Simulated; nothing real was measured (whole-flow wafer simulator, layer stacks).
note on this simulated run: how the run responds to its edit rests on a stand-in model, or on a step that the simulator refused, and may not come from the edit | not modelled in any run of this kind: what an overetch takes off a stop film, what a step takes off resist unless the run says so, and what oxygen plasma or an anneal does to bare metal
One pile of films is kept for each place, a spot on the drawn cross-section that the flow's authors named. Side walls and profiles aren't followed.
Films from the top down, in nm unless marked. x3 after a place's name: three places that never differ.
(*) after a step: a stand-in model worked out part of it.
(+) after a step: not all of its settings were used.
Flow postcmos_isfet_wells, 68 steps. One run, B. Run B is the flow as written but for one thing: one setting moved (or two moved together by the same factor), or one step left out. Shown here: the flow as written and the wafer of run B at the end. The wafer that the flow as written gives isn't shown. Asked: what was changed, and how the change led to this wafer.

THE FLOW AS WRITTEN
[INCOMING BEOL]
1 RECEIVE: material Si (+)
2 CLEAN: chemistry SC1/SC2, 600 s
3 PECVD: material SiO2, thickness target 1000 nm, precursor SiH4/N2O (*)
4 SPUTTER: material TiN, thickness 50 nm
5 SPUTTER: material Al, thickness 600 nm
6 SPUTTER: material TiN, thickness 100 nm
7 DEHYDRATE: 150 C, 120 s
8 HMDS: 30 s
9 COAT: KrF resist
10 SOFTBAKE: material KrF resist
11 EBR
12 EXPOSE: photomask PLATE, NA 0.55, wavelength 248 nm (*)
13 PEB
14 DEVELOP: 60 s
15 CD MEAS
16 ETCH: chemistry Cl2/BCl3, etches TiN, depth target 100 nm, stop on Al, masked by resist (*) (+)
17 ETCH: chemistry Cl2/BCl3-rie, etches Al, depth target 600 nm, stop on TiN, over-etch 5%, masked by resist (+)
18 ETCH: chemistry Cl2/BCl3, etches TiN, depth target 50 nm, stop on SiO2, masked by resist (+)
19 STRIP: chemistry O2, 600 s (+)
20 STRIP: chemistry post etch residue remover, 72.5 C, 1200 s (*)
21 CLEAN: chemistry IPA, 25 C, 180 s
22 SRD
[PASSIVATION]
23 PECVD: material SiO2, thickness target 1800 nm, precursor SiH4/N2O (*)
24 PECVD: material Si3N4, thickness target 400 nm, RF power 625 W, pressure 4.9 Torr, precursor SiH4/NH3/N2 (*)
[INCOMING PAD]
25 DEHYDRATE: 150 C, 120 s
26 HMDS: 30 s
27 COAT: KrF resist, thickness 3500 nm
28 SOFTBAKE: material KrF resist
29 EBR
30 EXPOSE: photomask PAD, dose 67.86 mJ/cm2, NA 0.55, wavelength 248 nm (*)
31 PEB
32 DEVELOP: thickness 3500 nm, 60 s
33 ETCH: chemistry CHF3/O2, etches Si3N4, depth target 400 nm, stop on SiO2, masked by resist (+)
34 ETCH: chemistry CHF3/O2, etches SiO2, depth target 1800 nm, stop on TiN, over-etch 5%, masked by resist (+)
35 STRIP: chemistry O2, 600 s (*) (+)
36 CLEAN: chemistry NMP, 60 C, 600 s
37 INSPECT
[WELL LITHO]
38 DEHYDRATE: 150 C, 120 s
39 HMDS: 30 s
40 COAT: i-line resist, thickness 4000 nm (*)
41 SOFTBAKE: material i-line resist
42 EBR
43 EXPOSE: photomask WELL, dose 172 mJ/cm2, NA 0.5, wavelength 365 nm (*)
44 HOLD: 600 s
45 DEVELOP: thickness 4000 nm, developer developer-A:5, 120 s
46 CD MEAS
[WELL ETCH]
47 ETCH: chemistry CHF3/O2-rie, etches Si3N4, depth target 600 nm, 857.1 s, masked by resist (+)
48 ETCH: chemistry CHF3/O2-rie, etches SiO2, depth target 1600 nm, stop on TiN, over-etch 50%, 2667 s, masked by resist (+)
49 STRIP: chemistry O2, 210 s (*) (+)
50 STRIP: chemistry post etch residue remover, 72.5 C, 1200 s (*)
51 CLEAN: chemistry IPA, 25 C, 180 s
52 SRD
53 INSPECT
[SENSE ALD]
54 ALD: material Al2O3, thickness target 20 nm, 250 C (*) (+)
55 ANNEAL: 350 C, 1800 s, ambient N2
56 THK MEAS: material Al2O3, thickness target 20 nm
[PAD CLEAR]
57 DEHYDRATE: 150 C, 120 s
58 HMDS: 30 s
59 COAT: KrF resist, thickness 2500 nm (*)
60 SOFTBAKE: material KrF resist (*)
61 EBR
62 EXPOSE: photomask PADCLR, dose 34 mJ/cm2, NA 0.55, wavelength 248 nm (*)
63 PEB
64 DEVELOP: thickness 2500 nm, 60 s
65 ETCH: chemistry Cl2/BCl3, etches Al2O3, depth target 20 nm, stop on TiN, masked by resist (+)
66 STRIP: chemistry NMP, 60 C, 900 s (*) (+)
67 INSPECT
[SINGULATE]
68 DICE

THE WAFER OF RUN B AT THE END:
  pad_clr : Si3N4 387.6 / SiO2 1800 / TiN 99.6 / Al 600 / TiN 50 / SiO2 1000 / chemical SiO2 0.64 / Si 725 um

The cause: step 65, ETCH: depth target 32 nm was run, where the flow has depth target 20 nm.

How the change led to this, step by step:
  65 ETCH: chemistry Cl2/BCl3, etches Al2O3, depth target 20 nm, stop on TiN, masked by resist (+)
      pad_clr: Al2O3 -20 (all of it), Si3N4 -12 (as written it would be: Al2O3 -20 (all of it))
      field, margin, pad_rim: KrF resist -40 (as written it would be: KrF resist -25)
